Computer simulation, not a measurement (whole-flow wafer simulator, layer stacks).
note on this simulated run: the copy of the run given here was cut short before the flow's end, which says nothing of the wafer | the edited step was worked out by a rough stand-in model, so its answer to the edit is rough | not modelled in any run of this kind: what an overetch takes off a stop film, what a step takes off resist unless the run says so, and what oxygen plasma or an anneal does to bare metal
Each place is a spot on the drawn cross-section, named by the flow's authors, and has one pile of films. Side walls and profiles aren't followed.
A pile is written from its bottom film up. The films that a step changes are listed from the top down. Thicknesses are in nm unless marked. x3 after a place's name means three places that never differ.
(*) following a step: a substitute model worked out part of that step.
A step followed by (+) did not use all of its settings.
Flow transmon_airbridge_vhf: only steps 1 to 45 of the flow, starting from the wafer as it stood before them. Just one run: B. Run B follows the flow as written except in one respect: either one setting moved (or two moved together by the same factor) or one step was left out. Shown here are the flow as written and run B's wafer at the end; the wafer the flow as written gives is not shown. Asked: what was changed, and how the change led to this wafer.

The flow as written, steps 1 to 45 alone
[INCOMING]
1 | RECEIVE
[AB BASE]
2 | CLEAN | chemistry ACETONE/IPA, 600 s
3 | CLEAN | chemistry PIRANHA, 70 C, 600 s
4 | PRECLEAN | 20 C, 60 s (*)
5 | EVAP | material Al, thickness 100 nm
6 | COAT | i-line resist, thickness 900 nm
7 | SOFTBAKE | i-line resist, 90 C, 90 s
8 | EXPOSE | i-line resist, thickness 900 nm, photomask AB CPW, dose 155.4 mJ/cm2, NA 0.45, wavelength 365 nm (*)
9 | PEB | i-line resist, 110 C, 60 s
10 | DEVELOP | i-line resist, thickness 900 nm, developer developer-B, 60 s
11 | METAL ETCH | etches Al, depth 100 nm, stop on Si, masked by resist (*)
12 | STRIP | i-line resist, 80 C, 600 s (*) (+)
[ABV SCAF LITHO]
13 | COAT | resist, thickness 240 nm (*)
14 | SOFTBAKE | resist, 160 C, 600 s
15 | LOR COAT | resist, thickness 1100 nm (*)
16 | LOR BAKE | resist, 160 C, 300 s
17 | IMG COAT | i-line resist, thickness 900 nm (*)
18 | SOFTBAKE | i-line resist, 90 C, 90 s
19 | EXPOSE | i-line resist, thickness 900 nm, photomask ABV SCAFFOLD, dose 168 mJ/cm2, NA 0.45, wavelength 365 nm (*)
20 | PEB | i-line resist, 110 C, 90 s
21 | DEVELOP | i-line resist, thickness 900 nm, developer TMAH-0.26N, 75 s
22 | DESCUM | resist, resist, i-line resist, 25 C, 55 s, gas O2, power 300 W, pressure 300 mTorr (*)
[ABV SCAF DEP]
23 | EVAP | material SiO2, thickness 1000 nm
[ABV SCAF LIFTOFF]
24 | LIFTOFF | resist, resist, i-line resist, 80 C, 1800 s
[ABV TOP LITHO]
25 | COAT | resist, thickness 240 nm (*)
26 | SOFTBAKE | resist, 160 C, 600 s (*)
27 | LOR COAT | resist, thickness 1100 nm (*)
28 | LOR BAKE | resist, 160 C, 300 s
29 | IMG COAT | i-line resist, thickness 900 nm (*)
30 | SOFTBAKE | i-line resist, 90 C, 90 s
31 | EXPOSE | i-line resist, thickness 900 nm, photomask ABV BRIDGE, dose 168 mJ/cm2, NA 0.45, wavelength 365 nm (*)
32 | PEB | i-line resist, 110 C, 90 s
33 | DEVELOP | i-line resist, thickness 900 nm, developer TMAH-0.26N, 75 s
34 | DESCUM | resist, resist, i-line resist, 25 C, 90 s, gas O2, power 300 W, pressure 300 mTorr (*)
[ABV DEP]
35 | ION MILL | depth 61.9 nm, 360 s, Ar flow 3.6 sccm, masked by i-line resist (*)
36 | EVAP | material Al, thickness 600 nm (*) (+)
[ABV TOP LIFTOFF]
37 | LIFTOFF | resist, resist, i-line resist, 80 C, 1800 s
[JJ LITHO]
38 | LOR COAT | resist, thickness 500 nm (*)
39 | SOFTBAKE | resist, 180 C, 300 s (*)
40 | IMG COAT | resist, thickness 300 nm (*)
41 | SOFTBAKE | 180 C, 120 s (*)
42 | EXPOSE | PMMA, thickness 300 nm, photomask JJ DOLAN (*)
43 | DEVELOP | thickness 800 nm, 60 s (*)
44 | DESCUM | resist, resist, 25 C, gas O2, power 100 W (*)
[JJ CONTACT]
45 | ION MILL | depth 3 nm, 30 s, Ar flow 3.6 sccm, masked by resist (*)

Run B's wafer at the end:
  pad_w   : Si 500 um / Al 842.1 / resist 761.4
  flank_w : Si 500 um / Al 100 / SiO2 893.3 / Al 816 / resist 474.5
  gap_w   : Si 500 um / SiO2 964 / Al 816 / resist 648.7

Cause: step 36, EVAP: thickness 816 nm was run, though the flow has thickness 600 nm.
The wafer lets one read it off: flank_w has Al 816, and step 36 as written asks for 600 nm.

The path from the change to this, step by step:
  36 | EVAP | material Al, thickness 600 nm (*) (+)
      field x3, jj_line, ground_far and 10 more: Al gains 816 (new film) (in the flow as written it would be: Al gains 600 (new film))
      pad_w, pad_e: Al gains 804.1 (in the flow as written it would be: Al gains 591.2)
  37 | LIFTOFF | resist, resist, i-line resist, 80 C, 1800 s
      field x3, jj_line, trace_open_s x2: Al loses 816 (all of it), i-line resist loses 600 (all of it), resist loses 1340 (all of it) (in the flow as written it would be: Al loses 600 (all of it), i-line resist loses 600 (all of it), resist loses 1340 (all of it))
      margin_s, margin_n: Al loses 816 (all of it), i-line resist loses 318.3 (all of it), resist loses 992 (all of it) (in the flow as written it would be: Al loses 600 (all of it), i-line resist loses 318.3 (all of it), resist loses 992 (all of it))
      (and at 1 other place as well)
  38 | LOR COAT | resist, thickness 500 nm (*)
      pad_w, pad_e: resist gains 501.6 (new film) (in the flow as written it would be: resist gains 517 (new film))
      margin_s, margin_n: resist gains 461.2 (new film) (in the flow as written it would be: resist gains 445.3 (new film))
      (and at 1 other place as well)
  40 | IMG COAT | resist, thickness 300 nm (*)
      pad_w, pad_e: resist gains 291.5 (in the flow as written it would be: resist gains 300.1)
      flank_w, flank_e: resist gains 205.1 (in the flow as written it would be: resist gains 212.1)
      (and at 4 other places as well)
